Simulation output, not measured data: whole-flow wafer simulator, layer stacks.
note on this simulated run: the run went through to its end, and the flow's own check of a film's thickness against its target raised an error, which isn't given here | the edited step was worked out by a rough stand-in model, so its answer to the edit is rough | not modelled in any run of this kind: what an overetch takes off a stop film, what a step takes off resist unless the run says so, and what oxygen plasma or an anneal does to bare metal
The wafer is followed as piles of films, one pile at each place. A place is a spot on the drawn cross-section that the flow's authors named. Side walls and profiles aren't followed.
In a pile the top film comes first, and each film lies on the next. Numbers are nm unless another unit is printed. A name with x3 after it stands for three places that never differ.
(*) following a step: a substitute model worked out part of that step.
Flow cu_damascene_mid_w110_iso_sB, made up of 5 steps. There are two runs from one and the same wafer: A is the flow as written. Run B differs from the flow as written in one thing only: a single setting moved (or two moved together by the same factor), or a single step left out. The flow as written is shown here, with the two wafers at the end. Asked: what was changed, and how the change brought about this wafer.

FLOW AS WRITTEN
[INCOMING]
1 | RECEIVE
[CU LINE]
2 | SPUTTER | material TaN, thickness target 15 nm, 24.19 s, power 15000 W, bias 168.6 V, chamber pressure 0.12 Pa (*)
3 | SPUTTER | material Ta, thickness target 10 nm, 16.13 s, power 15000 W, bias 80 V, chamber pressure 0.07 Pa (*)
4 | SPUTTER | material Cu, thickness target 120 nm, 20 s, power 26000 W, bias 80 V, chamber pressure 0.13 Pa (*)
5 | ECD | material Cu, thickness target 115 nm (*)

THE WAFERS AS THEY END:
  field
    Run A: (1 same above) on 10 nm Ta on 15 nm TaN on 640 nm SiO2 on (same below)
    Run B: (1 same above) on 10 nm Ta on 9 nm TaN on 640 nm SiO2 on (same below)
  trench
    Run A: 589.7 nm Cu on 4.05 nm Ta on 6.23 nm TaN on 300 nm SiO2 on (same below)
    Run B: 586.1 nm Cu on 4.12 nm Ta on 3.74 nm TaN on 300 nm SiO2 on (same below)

The reason: step 2, SPUTTER: thickness target 9 nm was run, whereas the flow has thickness target 15 nm; step 2, SPUTTER: 14.51 s was run, where the flow has 24.19 s.
The wafer itself shows it: field has TaN 9, and step 2 as written asks for 15 nm.

How this came from the change, step by step:
  2 | SPUTTER | material TaN, thickness target 15 nm, 24.19 s, power 15000 W, bias 168.6 V, chamber pressure 0.12 Pa (*)
      field: A TaN gains 15 (new film) | B TaN gains 9 (new film)
      trench: A TaN gains 6.23 (new film) | B TaN gains 3.74 (new film)
